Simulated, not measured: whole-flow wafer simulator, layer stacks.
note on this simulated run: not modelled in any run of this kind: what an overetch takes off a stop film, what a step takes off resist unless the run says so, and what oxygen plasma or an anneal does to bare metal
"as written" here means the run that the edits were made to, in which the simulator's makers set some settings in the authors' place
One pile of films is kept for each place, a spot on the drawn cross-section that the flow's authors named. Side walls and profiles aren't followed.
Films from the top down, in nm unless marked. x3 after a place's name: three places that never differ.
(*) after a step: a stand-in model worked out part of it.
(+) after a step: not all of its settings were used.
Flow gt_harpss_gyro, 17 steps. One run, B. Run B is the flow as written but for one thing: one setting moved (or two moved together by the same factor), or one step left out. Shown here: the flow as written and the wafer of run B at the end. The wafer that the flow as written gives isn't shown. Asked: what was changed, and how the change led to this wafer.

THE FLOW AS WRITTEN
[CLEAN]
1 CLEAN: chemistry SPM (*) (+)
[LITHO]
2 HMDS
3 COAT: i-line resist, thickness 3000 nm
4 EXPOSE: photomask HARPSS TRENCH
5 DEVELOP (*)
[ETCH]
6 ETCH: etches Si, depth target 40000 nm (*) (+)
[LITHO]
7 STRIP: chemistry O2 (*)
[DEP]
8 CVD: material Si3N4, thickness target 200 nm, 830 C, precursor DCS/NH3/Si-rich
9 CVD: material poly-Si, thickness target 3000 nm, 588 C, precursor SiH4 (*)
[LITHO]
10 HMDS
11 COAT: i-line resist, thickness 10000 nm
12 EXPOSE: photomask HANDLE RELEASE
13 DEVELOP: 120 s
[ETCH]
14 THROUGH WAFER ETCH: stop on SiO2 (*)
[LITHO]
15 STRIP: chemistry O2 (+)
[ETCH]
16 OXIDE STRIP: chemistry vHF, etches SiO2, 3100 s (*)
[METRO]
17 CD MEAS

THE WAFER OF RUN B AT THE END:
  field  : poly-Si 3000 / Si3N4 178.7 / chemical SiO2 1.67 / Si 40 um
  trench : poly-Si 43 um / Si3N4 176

The cause: step 8, CVD: 816 C was run, where the flow has 830 C.

How the change led to this, step by step:
  8 CVD: material Si3N4, thickness target 200 nm, 830 C, precursor DCS/NH3/Si-rich
      field: Si3N4 +178.7 (new film) (as written it would be: Si3N4 +200 (new film))
      trench: Si3N4 +176 (new film) (as written it would be: Si3N4 +195.9 (new film))
  9 CVD: material poly-Si, thickness target 3000 nm, 588 C, precursor SiH4 (*)
      trench: poly-Si +43 um (new film) (as written it would be: poly-Si +43.01 um (new film))
